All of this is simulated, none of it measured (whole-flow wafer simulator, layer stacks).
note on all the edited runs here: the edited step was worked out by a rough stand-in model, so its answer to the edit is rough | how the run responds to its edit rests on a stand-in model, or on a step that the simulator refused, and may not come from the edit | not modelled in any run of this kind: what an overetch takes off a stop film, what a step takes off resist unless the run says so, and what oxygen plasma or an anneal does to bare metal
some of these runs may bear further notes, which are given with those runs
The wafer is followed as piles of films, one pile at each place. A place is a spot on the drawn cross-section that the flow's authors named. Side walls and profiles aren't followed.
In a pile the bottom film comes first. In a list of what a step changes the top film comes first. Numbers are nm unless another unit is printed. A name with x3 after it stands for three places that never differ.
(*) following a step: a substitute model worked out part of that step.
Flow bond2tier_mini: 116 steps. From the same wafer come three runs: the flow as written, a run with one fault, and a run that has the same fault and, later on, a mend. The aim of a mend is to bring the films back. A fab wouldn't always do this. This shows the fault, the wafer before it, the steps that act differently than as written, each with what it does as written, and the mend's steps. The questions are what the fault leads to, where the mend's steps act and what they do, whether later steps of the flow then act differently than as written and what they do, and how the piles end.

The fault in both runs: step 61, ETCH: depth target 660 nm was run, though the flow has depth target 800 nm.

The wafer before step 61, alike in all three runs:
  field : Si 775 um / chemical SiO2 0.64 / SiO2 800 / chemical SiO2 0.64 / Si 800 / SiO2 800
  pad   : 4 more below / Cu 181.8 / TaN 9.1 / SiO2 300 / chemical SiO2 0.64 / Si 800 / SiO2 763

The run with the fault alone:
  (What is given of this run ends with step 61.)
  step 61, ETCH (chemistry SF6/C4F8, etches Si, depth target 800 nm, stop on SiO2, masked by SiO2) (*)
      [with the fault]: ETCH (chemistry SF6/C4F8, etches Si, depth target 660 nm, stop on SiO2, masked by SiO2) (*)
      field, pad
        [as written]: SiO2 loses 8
        [with the fault]: SiO2 loses 6.6
  Once step 61 is done, the piles differ only a little from the flow's at the places that both follow, at most by 2% or 0.5 nm, whichever is larger.

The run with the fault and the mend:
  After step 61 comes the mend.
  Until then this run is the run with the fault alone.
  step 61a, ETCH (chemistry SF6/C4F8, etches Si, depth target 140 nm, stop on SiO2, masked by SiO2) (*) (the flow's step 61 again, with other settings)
      field, pad
        SiO2 loses 1.4
  None of the later steps of the flow acts differently than as written at any place that is followed.
  At every place that both follow, the piles at the end match the flow's.
